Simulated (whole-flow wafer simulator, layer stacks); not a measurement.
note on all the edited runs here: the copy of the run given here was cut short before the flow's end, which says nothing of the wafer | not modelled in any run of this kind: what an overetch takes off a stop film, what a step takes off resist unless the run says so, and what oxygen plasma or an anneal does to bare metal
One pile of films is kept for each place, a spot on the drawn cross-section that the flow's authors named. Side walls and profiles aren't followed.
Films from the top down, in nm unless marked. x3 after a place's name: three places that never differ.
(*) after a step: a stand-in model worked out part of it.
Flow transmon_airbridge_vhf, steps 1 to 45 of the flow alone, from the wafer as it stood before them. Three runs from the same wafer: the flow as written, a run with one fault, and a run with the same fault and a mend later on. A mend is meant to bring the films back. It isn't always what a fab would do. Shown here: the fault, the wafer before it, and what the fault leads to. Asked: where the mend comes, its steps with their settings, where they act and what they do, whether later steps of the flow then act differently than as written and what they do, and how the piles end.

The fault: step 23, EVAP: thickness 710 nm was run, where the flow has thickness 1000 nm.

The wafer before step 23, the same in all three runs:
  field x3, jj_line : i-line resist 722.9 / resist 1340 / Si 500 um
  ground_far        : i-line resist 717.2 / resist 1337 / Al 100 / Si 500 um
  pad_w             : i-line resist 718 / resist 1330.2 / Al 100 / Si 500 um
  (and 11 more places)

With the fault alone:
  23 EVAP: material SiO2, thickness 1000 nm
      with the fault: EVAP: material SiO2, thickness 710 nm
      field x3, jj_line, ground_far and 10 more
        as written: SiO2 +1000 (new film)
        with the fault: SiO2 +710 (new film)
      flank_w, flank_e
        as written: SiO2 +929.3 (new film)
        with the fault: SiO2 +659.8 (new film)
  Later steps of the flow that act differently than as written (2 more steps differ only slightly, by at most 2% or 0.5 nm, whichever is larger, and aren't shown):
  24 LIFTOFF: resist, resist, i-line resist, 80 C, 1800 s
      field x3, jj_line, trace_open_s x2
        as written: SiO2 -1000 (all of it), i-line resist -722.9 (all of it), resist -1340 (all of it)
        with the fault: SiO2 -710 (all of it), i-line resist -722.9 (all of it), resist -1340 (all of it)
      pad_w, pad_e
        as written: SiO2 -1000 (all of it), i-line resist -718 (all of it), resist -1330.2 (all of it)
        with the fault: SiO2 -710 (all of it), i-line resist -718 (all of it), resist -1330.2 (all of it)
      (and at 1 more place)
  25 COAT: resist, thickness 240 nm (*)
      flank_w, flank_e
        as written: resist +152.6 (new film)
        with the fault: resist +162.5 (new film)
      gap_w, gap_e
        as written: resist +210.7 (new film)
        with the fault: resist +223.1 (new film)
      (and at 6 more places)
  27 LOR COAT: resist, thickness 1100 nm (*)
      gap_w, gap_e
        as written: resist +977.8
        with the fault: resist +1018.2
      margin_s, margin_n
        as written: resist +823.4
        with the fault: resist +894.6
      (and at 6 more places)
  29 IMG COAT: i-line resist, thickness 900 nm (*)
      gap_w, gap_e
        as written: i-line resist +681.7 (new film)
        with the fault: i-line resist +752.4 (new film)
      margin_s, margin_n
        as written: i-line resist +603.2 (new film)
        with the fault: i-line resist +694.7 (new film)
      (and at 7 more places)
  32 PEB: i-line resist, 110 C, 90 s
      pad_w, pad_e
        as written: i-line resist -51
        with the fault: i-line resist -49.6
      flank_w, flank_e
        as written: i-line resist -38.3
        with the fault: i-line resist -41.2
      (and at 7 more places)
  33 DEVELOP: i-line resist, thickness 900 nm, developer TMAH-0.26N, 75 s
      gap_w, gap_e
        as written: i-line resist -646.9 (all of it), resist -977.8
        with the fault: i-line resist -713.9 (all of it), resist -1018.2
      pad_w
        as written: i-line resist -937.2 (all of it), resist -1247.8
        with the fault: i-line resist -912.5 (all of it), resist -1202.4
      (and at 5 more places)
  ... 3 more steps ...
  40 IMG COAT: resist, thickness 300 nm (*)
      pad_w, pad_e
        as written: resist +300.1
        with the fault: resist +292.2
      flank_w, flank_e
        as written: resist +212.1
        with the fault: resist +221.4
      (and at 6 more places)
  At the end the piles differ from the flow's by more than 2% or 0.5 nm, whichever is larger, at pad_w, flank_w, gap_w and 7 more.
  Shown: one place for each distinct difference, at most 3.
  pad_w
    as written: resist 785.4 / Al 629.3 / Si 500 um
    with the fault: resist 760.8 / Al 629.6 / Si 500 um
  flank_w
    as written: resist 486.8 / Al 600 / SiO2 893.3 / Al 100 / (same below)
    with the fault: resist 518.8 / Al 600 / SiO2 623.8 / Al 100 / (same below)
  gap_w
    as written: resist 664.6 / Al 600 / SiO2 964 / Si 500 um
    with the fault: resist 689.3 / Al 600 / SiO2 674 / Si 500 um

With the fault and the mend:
  The mend comes after step 23.
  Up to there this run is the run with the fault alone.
  23a EVAP: material SiO2, thickness 290 nm (the flow's step 23 once more, with other settings)
      field x3, jj_line, ground_far and 10 more
        SiO2 +290
      flank_w, flank_e
        SiO2 +269.8
  No later step of the flow acts differently than as written, at any place that is followed, by more than 2% or 0.5 nm, whichever is larger.
  At the end the piles differ from the flow's only slightly at the places that both follow, by at most 2% or 0.5 nm, whichever is larger.
